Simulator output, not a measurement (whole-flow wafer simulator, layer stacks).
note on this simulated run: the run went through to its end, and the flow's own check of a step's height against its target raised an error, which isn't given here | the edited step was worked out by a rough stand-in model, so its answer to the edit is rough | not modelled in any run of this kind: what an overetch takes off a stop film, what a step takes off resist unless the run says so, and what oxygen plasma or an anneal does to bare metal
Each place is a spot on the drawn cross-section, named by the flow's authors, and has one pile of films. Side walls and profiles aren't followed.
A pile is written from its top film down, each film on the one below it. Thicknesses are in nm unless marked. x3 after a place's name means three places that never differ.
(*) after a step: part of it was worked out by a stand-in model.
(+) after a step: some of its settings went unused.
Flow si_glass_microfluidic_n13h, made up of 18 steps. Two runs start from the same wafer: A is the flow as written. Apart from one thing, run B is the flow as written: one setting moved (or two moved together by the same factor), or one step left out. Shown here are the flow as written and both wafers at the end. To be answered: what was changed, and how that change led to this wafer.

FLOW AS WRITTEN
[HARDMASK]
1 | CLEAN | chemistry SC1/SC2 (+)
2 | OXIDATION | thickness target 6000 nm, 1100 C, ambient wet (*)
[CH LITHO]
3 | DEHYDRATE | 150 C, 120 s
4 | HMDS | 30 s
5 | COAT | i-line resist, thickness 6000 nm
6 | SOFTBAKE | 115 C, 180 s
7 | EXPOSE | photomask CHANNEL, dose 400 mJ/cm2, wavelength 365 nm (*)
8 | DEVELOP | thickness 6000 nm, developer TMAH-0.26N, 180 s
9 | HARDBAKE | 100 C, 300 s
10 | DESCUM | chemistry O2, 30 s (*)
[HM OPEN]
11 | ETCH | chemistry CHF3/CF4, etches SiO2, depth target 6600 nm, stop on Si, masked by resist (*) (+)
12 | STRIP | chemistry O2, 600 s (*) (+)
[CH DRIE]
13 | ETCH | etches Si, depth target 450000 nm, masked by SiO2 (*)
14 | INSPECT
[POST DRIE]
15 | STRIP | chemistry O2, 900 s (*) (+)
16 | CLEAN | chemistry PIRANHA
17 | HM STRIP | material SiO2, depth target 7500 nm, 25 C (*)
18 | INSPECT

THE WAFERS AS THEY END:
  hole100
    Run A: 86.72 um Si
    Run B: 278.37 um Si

Cause: step 13, ETCH: depth target 258800 nm was run, though the flow has depth target 450000 nm.

The path from the change to this, step by step:
  13 | ETCH | etches Si, depth target 450000 nm, masked by SiO2 (*)
      land: A -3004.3 SiO2 | B -1726.6 SiO2
      hole100: A -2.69 chemical SiO2 (all of it), -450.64 um Si | B -2.69 chemical SiO2 (all of it), -258.98 um Si
  17 | HM STRIP | material SiO2, depth target 7500 nm, 25 C (*)
      land: A -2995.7 SiO2 (all of it) | B -4273.4 SiO2 (all of it)
